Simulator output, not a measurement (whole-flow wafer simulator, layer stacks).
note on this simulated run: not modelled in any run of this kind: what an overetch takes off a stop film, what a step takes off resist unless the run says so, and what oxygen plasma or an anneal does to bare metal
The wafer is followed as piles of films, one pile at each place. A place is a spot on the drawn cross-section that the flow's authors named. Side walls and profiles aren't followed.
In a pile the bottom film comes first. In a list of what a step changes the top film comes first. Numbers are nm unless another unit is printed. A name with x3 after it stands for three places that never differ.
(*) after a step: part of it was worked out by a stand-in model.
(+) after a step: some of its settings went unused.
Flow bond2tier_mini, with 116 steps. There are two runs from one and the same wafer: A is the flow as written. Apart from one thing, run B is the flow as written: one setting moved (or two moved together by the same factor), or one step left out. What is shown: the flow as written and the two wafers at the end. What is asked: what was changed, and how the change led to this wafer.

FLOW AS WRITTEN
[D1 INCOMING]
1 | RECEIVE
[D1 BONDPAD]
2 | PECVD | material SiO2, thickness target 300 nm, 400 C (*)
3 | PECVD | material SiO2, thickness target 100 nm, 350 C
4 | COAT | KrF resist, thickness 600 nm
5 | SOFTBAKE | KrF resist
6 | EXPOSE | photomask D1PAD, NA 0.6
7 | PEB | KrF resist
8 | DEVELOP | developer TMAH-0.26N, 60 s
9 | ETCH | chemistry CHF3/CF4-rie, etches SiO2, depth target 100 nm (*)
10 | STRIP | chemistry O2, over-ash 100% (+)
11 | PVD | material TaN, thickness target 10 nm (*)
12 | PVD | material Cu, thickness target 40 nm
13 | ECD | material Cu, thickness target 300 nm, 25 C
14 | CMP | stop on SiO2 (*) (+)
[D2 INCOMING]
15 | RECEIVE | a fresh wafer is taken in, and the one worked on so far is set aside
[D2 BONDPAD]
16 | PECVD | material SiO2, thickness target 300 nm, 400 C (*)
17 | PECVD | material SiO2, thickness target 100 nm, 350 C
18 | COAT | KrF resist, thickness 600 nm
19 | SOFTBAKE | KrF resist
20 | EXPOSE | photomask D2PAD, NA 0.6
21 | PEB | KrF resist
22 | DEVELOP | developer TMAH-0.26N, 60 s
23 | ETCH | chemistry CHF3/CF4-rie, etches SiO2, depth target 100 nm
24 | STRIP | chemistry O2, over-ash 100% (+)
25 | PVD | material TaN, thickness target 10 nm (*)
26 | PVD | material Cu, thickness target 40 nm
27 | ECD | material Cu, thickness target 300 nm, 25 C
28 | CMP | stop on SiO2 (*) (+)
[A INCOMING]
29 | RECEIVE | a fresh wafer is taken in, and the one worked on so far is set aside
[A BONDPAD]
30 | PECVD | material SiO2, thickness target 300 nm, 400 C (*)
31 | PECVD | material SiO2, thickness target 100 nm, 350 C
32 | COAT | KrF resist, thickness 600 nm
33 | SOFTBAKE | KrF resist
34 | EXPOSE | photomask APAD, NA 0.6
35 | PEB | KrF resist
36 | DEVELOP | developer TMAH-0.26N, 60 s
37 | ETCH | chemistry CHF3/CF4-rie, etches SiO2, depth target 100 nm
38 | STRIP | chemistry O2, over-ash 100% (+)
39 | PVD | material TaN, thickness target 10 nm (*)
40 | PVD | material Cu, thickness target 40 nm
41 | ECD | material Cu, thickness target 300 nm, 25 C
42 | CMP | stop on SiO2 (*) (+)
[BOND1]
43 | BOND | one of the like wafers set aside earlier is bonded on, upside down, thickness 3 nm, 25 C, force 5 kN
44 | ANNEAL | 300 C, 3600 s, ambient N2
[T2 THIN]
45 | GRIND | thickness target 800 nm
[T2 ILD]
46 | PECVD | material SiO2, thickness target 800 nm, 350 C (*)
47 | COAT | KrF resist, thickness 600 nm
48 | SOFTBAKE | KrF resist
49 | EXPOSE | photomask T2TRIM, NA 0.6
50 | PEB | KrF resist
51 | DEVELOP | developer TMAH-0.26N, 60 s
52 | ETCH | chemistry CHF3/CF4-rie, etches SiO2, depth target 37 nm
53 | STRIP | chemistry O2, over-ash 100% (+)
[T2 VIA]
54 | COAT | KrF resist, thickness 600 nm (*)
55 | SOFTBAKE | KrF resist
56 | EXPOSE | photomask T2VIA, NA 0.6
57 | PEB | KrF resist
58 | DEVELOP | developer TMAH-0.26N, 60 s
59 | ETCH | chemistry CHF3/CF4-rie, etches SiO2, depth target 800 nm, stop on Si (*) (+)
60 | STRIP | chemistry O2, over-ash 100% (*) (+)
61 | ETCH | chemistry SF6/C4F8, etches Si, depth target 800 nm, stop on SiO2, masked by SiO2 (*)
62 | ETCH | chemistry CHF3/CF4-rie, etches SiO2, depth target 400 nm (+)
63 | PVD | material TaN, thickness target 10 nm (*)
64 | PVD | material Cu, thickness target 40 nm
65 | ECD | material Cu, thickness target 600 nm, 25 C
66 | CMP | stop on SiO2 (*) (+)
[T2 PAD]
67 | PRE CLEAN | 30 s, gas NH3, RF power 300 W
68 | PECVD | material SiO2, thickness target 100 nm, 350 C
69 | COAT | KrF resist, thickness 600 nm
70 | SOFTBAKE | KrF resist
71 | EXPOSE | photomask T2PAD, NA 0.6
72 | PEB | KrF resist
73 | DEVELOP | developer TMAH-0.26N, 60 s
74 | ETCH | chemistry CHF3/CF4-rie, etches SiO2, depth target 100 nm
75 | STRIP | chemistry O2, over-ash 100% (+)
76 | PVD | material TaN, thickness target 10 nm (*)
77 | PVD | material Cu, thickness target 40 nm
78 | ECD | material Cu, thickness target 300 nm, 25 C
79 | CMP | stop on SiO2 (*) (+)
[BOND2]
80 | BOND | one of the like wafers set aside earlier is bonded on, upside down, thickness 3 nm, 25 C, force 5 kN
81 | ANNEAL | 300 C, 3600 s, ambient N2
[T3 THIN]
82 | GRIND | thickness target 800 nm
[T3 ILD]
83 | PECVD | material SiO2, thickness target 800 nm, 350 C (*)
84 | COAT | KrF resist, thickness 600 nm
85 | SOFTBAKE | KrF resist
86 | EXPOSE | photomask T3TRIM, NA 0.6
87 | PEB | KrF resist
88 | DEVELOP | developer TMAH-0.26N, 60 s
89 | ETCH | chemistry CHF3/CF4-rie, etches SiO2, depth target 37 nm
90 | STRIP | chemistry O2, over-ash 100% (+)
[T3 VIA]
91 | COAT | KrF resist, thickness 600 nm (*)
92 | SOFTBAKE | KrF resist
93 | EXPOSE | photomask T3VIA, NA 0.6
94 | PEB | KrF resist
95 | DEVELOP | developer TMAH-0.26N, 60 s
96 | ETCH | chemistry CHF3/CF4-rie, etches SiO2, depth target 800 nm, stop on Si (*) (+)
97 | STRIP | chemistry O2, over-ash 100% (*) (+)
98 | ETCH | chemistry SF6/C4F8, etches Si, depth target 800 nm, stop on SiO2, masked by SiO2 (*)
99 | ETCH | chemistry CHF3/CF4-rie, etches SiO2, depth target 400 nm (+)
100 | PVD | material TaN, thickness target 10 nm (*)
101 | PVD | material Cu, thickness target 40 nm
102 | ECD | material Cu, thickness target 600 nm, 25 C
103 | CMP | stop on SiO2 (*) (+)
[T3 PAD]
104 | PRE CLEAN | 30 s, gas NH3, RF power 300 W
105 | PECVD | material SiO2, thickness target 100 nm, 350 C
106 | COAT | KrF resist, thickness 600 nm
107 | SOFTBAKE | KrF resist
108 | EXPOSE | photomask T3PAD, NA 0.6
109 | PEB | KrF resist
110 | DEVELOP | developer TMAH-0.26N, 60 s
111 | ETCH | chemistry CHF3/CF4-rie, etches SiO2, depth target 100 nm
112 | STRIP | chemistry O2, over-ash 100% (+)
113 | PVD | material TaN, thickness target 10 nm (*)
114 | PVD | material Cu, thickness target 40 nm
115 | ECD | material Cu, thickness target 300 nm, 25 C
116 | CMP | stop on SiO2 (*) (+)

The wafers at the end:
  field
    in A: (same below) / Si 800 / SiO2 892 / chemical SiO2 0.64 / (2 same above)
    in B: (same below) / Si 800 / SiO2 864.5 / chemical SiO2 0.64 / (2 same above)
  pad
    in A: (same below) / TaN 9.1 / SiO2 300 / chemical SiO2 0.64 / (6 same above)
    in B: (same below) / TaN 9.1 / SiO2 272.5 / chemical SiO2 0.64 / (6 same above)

The reason: step 17, PECVD: thickness target 72.5 nm was run, while the flow as written has thickness target 100 nm.

Step by step, how the change led to this:
  17 | PECVD | material SiO2, thickness target 100 nm, 350 C
      field, pad, via: A SiO2 gains 100 | B SiO2 gains 72.5
  80 | BOND | one of the like wafers set aside earlier is bonded on, upside down, thickness 3 nm, 25 C, force 5 kN
      field: A Si gains 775 um (new film), chemical SiO2 gains 0.64 (new film), SiO2 gains 400 | B Si gains 775 um (new film), chemical SiO2 gains 0.64 (new film), SiO2 gains 372.5
      pad: A Si gains 775 um (new film), chemical SiO2 gains 0.64 (new film), SiO2 gains 300 (new film), TaN gains 9.1 (new film), Cu gains 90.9 | B Si gains 775 um (new film), chemical SiO2 gains 0.64 (new film), SiO2 gains 272.5 (new film), TaN gains 9.1 (new film), Cu gains 90.9
